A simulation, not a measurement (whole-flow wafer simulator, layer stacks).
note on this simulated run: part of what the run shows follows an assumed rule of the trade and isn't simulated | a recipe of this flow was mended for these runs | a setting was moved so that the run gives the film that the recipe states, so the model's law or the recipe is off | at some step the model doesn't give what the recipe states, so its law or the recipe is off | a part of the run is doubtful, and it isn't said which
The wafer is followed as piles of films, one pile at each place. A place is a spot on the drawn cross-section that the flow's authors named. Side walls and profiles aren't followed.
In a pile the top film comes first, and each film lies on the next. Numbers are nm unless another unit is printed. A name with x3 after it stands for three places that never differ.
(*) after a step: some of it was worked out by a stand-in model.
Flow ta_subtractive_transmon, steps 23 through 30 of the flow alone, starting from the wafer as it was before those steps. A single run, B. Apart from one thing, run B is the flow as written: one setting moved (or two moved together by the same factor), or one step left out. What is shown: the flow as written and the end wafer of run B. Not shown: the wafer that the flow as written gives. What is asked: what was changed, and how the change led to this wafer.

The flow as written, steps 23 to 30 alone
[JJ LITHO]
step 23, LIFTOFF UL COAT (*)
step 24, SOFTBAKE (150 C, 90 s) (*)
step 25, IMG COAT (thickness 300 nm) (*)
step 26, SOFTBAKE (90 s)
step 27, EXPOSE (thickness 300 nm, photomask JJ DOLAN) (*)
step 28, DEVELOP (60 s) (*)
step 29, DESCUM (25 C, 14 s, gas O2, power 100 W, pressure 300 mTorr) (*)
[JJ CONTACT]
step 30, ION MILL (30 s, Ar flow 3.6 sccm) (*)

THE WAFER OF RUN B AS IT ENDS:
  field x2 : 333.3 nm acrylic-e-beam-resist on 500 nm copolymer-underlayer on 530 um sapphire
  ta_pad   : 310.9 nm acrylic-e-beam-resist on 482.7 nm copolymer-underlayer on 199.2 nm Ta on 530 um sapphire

What caused this: step 25, IMG COAT: thickness 365 nm was run, while the flow as written has thickness 300 nm; step 27, EXPOSE: thickness 365 nm was run, where the flow has thickness 300 nm.

Step by step, how the change led to this:
  step 25, IMG COAT (thickness 300 nm) (*)
      field x2, jj_line: +365 acrylic-e-beam-resist (new film) (in the flow as written it would be: +300 acrylic-e-beam-resist (new film))
      lead: +379.5 acrylic-e-beam-resist (new film) (in the flow as written it would be: +312.5 acrylic-e-beam-resist (new film))
      (also at 2 further places)
  step 28, DEVELOP (60 s) (*)
      jj_line: -365 acrylic-e-beam-resist (all of it), -500 copolymer-underlayer (all of it) (in the flow as written it would be: -300 acrylic-e-beam-resist (all of it), -500 copolymer-underlayer (all of it))
      lead: -379.5 acrylic-e-beam-resist (all of it), -554.7 copolymer-underlayer (all of it) (in the flow as written it would be: -312.5 acrylic-e-beam-resist (all of it), -554.7 copolymer-underlayer (all of it))
      (also at 1 further place)
